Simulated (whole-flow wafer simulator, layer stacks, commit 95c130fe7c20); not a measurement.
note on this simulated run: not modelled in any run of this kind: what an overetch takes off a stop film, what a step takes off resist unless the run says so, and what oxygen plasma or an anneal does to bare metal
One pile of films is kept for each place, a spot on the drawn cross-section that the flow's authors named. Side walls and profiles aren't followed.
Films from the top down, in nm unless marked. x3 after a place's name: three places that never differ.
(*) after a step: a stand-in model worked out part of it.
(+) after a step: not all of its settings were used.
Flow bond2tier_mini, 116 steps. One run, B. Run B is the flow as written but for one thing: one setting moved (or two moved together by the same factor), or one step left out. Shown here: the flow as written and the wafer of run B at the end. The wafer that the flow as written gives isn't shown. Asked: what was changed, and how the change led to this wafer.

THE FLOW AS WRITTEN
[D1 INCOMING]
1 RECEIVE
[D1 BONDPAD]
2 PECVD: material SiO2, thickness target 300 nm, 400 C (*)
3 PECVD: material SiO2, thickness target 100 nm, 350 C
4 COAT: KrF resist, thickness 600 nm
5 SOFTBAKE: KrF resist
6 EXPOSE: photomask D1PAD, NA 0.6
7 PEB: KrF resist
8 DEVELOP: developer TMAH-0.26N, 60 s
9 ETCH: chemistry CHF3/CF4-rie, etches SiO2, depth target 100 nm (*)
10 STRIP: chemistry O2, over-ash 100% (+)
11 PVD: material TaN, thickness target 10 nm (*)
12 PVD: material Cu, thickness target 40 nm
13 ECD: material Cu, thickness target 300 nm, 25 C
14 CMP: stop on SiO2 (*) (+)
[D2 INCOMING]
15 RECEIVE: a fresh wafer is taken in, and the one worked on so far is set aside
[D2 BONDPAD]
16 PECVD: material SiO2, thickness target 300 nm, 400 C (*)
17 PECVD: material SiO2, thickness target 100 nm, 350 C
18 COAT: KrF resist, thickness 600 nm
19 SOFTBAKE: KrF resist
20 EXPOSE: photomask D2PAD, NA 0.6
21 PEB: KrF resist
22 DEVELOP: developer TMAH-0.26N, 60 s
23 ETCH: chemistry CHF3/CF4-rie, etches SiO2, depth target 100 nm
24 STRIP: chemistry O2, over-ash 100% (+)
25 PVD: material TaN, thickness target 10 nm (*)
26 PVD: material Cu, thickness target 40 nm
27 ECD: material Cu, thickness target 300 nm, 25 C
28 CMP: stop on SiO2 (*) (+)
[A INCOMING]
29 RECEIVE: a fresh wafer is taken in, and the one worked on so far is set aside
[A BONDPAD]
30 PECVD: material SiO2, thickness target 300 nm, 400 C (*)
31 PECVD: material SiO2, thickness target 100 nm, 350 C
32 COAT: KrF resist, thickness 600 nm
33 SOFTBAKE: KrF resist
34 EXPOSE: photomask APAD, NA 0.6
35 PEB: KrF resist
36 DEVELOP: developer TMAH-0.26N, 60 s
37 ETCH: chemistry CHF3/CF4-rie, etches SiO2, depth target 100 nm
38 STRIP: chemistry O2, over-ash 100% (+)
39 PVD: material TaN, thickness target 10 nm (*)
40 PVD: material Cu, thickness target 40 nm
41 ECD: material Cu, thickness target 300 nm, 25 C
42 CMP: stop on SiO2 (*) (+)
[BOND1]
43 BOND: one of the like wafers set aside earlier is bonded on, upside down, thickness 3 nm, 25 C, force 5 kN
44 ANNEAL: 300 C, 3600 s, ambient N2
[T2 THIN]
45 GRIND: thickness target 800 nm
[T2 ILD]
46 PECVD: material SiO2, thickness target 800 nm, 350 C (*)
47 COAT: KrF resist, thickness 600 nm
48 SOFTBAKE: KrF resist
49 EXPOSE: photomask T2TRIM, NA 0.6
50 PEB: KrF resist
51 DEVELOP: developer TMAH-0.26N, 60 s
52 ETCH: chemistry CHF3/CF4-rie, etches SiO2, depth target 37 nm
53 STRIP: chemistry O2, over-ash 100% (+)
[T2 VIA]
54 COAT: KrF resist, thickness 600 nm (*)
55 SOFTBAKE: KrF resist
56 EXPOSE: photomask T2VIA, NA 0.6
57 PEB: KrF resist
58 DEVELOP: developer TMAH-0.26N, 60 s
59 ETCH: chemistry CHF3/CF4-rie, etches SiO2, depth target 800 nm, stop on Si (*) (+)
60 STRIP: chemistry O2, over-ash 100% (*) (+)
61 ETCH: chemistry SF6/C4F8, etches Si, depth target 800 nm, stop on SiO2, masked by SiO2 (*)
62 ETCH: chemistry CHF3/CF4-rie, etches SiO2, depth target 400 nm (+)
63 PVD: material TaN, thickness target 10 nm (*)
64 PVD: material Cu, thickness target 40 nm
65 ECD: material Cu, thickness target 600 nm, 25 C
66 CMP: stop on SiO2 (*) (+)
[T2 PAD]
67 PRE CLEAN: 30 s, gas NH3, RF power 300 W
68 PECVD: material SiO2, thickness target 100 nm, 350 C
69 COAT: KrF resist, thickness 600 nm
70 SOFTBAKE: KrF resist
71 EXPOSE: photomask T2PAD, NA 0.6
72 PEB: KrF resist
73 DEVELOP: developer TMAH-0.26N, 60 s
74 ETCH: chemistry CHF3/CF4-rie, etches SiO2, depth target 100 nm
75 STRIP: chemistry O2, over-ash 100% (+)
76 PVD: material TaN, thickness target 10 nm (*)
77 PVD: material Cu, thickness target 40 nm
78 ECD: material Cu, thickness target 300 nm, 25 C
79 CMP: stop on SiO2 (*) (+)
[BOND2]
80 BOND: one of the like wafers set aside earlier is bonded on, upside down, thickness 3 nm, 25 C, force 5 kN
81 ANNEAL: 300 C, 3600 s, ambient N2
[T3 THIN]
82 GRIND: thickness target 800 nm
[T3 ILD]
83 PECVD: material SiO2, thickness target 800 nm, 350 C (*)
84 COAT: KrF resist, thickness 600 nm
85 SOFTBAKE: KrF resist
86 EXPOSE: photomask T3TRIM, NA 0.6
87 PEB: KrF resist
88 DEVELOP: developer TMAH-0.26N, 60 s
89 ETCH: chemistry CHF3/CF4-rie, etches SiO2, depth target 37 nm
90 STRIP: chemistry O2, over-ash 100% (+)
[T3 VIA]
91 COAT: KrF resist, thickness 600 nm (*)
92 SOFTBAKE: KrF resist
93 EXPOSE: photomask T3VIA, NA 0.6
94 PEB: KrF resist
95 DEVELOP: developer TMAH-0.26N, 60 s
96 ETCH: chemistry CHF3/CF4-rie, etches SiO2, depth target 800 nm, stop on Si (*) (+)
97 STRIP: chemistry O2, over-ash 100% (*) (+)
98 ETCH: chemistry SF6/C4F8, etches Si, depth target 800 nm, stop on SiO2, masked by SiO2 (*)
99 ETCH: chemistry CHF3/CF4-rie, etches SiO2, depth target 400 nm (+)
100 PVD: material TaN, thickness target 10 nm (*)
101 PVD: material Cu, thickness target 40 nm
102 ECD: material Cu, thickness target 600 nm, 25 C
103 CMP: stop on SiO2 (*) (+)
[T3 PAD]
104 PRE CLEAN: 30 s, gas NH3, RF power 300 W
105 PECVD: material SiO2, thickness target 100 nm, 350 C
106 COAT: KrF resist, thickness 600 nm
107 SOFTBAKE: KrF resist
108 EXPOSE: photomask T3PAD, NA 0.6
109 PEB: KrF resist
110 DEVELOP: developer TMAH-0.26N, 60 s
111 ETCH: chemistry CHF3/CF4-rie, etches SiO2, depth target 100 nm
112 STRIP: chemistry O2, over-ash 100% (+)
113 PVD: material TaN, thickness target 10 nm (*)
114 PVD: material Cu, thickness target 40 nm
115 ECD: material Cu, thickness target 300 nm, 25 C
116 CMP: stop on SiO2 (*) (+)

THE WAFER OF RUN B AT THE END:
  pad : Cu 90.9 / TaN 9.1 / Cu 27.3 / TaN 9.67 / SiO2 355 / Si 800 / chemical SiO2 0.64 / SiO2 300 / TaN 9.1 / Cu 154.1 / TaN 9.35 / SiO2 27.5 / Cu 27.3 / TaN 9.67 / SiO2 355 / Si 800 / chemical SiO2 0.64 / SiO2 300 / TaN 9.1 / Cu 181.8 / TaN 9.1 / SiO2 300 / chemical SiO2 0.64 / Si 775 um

The cause: step 74, ETCH: depth target 72.5 nm was run, where the flow has depth target 100 nm.

How the change led to this, step by step:
  74 ETCH: chemistry CHF3/CF4-rie, etches SiO2, depth target 100 nm
      pad: SiO2 -72.5 (as written it would be: SiO2 -100 (all of it))
      field: KrF resist -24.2 (as written it would be: KrF resist -33.3)
  77 PVD: material Cu, thickness target 40 nm
      pad: Cu +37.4 (new film) (as written it would be: Cu +36.4 (new film))
  78 ECD: material Cu, thickness target 300 nm, 25 C
      pad: Cu +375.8 (as written it would be: Cu +404.5)
Counting metal films that touch as one body, pad has 4 bodies (between them, from the top down: SiO2 355 / Si 800 / chemical SiO2 0.64 / SiO2 300; SiO2 27.5; SiO2 355 / Si 800 / chemical SiO2 0.64 / SiO2 300); the flow as written gives 3 bodies (between them, from the top down: SiO2 355 / Si 800 / chemical SiO2 0.64 / SiO2 300; SiO2 355 / Si 800 / chemical SiO2 0.64 / SiO2 300).
